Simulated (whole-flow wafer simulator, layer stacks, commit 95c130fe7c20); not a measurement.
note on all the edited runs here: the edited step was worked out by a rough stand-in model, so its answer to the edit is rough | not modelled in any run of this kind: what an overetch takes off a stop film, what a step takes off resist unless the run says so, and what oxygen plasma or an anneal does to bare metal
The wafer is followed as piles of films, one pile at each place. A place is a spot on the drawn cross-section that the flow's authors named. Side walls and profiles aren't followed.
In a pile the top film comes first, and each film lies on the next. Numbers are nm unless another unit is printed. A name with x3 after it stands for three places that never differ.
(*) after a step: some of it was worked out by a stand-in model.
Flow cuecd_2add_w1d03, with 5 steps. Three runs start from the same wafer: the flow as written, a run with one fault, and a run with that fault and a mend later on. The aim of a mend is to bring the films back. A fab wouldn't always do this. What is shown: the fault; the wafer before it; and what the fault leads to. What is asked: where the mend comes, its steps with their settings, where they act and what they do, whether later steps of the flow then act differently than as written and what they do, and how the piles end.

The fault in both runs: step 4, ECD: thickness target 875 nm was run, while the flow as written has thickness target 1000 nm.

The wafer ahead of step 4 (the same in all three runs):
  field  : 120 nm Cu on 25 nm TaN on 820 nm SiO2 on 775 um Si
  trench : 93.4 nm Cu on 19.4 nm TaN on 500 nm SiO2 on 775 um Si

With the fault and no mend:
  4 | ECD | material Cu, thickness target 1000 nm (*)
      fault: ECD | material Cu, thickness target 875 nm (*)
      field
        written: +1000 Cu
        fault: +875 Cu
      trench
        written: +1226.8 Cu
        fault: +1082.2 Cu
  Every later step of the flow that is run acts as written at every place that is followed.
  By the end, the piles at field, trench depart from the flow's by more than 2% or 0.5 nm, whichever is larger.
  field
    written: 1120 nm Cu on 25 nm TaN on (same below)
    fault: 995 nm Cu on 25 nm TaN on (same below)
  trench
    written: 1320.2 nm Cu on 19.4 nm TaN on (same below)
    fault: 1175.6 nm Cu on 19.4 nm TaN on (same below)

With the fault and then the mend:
  The mend stands after step 5.
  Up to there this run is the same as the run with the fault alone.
  5a | ECD | material Cu, thickness target 125 nm (*) (a further turn of the flow's step 4, with different settings)
      field, trench
        +125 Cu
  Every later step of the flow that is run acts as written at every place that is followed.
  The piles end only slightly different from the flow's at the places that both follow, by no more than 2% or 0.5 nm, whichever is larger.
